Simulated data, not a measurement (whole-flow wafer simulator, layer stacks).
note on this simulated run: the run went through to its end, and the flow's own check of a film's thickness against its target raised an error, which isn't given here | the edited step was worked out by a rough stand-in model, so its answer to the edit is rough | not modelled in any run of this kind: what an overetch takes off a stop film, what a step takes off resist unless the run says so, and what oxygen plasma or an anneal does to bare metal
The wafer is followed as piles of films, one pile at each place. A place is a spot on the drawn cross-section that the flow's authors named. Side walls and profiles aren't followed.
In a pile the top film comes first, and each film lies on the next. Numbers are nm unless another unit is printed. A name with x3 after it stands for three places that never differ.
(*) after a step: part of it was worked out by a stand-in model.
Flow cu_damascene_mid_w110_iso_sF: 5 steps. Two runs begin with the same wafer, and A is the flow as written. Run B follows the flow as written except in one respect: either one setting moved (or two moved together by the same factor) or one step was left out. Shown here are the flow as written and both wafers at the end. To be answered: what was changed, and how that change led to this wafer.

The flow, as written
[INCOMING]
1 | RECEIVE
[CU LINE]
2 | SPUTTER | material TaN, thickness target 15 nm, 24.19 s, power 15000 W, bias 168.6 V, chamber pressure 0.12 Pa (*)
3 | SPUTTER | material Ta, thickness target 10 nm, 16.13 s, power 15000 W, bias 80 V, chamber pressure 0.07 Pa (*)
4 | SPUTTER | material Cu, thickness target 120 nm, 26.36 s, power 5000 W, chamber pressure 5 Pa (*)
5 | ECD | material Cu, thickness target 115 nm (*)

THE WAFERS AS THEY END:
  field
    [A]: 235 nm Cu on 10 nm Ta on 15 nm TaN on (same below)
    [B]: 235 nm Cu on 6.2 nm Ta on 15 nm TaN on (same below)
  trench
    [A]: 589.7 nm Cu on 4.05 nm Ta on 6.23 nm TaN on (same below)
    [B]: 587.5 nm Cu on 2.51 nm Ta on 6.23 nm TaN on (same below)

The reason: step 3, SPUTTER: thickness target 6.2 nm was run, while the flow as written has thickness target 10 nm; step 3, SPUTTER: 10.08 s was run, where the flow has 16.13 s.
The wafer itself shows it: field has Ta 6.2, and step 3 as written asks for 10 nm.

How this came from the change, step by step:
  3 | SPUTTER | material Ta, thickness target 10 nm, 16.13 s, power 15000 W, bias 80 V, chamber pressure 0.07 Pa (*)
      field: A Ta gains 10 (new film) | B Ta gains 6.2 (new film)
      trench: A Ta gains 4.05 (new film) | B Ta gains 2.51 (new film)
